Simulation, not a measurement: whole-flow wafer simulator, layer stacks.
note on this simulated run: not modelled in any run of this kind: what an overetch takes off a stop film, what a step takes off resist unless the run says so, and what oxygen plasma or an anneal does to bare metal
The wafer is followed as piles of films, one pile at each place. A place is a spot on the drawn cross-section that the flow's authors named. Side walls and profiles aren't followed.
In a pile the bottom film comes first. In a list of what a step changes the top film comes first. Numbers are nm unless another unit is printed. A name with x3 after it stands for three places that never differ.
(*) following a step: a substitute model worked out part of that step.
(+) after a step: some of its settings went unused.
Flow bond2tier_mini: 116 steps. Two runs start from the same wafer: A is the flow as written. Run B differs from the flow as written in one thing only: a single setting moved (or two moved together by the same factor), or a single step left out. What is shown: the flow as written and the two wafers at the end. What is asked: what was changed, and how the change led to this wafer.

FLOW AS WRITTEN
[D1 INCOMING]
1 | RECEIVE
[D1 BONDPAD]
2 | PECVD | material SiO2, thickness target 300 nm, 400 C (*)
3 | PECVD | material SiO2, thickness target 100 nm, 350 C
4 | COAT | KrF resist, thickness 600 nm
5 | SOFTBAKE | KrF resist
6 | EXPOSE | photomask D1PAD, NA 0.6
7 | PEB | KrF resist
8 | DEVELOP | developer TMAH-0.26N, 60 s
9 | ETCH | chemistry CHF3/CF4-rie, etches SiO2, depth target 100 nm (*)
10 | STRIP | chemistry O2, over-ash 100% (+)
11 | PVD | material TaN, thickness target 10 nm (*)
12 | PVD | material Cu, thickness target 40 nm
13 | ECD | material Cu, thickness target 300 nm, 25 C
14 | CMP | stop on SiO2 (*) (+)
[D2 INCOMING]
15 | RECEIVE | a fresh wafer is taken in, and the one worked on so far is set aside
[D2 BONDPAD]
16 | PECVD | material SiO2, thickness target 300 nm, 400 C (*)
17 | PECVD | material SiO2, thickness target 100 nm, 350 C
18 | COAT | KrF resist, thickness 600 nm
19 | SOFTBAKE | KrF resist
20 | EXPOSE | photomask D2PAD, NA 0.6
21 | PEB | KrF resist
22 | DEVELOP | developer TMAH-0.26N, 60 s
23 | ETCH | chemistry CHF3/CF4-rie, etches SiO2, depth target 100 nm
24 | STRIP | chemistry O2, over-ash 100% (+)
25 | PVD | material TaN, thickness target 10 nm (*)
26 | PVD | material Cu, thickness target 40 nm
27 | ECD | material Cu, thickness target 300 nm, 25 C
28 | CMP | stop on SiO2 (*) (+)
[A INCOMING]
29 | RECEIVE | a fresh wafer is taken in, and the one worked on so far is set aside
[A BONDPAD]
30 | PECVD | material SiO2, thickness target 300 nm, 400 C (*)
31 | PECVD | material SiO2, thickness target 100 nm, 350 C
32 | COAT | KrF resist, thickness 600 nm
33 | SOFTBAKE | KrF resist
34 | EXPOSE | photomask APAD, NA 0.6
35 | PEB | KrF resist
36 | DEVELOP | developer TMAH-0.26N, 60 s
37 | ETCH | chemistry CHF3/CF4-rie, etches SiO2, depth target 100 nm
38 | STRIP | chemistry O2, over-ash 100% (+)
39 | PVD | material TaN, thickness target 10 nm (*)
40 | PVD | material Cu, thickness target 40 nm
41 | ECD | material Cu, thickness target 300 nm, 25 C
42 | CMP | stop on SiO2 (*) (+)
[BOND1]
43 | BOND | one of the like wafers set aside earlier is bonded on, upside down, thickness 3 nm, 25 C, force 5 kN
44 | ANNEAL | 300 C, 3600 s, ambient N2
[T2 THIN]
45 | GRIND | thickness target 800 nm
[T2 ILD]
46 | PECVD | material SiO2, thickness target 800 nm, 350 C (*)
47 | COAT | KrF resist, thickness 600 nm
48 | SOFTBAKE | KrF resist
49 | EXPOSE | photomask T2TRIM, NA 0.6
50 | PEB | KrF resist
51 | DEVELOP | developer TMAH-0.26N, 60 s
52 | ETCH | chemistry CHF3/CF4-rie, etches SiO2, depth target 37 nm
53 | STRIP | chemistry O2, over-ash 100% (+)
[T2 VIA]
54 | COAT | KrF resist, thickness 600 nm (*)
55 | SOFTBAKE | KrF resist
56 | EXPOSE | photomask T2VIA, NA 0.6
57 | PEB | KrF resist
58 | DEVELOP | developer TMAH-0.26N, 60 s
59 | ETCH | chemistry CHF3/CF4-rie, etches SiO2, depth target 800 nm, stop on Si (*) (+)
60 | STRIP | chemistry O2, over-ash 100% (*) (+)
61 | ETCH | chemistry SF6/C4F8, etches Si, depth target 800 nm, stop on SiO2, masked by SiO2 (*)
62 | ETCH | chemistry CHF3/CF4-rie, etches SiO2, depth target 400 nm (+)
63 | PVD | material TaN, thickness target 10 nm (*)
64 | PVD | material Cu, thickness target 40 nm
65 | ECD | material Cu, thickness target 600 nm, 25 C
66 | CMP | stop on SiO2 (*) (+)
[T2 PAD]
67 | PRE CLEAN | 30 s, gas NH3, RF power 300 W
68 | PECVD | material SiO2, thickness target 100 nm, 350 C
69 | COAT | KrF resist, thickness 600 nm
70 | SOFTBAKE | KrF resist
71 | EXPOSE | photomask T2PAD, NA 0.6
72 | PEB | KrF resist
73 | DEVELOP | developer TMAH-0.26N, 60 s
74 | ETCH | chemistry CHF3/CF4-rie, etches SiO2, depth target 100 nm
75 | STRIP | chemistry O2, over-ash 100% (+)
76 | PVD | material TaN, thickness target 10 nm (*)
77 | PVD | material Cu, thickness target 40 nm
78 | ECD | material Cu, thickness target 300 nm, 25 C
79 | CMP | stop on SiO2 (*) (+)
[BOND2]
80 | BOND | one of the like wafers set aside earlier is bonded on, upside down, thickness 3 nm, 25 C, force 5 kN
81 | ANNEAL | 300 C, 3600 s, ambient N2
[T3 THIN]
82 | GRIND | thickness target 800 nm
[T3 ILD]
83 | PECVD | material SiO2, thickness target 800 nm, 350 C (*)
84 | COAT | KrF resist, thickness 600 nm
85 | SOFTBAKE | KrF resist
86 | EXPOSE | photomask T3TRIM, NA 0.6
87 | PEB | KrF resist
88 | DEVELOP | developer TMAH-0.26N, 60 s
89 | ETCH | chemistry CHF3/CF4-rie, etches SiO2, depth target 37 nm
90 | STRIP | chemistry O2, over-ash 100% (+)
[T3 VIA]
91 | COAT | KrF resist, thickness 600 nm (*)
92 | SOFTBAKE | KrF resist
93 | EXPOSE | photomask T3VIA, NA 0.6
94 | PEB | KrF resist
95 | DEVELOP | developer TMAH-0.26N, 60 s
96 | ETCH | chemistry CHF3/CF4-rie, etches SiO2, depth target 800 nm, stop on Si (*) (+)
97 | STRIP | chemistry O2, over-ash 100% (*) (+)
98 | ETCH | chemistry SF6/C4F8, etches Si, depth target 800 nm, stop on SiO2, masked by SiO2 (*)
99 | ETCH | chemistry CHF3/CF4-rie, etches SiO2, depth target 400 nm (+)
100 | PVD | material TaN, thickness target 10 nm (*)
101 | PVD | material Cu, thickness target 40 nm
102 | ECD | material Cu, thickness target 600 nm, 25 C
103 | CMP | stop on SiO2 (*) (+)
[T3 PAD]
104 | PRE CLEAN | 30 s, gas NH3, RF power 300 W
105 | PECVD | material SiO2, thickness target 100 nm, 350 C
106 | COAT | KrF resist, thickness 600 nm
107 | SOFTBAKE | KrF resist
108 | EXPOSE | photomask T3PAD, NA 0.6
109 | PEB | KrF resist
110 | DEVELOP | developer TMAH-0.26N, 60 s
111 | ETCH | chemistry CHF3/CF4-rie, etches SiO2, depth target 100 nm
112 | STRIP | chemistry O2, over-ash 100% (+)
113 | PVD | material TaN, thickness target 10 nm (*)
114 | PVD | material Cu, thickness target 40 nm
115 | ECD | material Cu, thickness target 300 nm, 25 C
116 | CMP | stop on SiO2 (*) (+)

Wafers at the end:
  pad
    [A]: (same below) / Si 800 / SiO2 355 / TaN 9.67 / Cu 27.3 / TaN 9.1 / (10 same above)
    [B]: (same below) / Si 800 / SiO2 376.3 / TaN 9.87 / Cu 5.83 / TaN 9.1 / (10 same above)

The reason: step 52, ETCH: depth target 15.7 nm was run, while the flow as written has depth target 37 nm.

Step by step, how the change led to this:
  52 | ETCH | chemistry CHF3/CF4-rie, etches SiO2, depth target 37 nm
      pad, via: A -37 SiO2 | B -15.7 SiO2
      field: A -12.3 KrF resist | B -5.23 KrF resist
  59 | ETCH | chemistry CHF3/CF4-rie, etches SiO2, depth target 800 nm, stop on Si (*) (+)
      via: A -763 SiO2 (all of it) | B -784.3 SiO2 (all of it)
  60 | STRIP | chemistry O2, over-ash 100% (*) (+)
      field: A -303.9 KrF resist (all of it) | B -312.9 KrF resist (all of it)
      pad: A -336 KrF resist (all of it) | B -326.5 KrF resist (all of it)
  64 | PVD | material Cu, thickness target 40 nm
      pad: A +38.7 Cu (new film) | B +39.5 Cu (new film)
  65 | ECD | material Cu, thickness target 600 nm, 25 C
      pad: A +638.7 Cu | B +616.4 Cu
